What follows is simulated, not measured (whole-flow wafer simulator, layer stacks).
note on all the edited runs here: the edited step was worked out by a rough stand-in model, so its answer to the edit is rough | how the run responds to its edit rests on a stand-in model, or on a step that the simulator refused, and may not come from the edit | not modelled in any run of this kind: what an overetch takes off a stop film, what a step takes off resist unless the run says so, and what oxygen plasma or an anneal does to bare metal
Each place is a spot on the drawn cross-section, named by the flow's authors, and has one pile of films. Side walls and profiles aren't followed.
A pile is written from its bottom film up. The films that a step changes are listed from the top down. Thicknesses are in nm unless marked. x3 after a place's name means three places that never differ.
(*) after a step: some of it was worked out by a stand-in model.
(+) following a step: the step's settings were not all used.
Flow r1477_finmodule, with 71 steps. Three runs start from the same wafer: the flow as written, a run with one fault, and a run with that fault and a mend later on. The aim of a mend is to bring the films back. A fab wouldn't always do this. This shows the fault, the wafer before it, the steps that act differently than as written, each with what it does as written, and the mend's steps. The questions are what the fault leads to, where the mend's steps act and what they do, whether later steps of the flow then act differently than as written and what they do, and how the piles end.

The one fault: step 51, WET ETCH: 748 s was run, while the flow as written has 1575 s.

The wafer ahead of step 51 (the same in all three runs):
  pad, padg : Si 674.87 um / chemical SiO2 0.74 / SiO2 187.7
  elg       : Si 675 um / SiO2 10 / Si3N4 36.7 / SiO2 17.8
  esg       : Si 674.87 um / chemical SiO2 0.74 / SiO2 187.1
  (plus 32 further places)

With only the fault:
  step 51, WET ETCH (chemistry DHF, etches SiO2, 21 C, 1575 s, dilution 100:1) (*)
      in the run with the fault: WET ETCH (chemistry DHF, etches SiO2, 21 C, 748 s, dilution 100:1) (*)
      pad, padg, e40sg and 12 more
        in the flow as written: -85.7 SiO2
        in the run with the fault: -40.7 SiO2
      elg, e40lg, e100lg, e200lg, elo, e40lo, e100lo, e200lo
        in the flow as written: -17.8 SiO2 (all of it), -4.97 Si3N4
        in the run with the fault: -17.8 SiO2 (all of it), -1.6 Si3N4
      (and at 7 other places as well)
  Later steps of the flow acting differently than as written (not shown: 1 more step that differs only slightly, by at most 2% or 0.5 nm, whichever is larger):
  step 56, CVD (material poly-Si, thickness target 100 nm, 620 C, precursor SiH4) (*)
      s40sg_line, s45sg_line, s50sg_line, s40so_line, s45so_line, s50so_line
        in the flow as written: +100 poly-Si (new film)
        in the run with the fault: +122.4 poly-Si (new film)
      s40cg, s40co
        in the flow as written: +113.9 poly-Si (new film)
        in the run with the fault: +100 poly-Si (new film)
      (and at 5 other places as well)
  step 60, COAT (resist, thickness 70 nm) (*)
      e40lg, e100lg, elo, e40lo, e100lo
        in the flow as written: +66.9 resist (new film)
        in the run with the fault: +68.9 resist (new film)
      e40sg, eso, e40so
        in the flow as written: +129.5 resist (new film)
        in the run with the fault: +90 resist (new film)
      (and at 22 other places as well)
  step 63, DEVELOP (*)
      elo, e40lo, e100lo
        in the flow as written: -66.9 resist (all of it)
        in the run with the fault: -68.9 resist (all of it)
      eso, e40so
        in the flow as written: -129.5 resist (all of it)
        in the run with the fault: -90 resist (all of it)
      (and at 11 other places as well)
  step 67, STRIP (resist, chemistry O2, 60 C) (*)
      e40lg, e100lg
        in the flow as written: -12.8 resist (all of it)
        in the run with the fault: -14.8 resist (all of it)
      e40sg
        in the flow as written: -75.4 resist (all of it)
        in the run with the fault: -35.9 resist (all of it)
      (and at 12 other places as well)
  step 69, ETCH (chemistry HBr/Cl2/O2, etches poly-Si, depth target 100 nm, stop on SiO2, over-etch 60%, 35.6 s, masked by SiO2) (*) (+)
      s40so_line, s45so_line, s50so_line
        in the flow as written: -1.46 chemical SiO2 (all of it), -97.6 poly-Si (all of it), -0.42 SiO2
        in the run with the fault: -1.21 chemical SiO2 (all of it), -120.1 poly-Si (all of it), -0.2 SiO2
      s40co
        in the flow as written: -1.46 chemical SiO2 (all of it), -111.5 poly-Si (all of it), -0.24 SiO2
        in the run with the fault: -1.21 chemical SiO2 (all of it), -97.7 poly-Si (all of it), -0.42 SiO2
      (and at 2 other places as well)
  At pad, padg, elg and 30 more, the piles at the end differ from the flow's by more than 2% or 0.5 nm, whichever is larger.
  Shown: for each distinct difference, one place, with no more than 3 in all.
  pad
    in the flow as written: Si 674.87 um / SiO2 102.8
    in the run with the fault: Si 674.87 um / SiO2 147.7
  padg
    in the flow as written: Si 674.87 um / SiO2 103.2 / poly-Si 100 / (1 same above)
    in the run with the fault: Si 674.87 um / SiO2 148.1 / poly-Si 100 / (1 same above)
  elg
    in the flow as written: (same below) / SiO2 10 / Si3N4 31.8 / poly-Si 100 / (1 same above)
    in the run with the fault: (same below) / SiO2 10 / Si3N4 35.1 / poly-Si 100 / (1 same above)

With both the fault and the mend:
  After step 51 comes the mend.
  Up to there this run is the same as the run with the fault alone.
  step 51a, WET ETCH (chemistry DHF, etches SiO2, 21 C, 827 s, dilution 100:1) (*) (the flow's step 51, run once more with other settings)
      pad, padg, e40sg and 12 more
        -45 SiO2
      elg, e40lg, e100lg, e200lg, elo, e40lo, e100lo, e200lo
        -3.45 Si3N4
      esg, s40cg, s45cg, s50cg, s40co, s45co, s50co
        -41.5 SiO2
  None of the later steps of the flow differs from how it acts as written, at any place that is followed, by more than 2% or 0.5 nm, whichever is larger.
  The piles end only slightly different from the flow's at the places that both follow, by no more than 2% or 0.5 nm, whichever is larger.
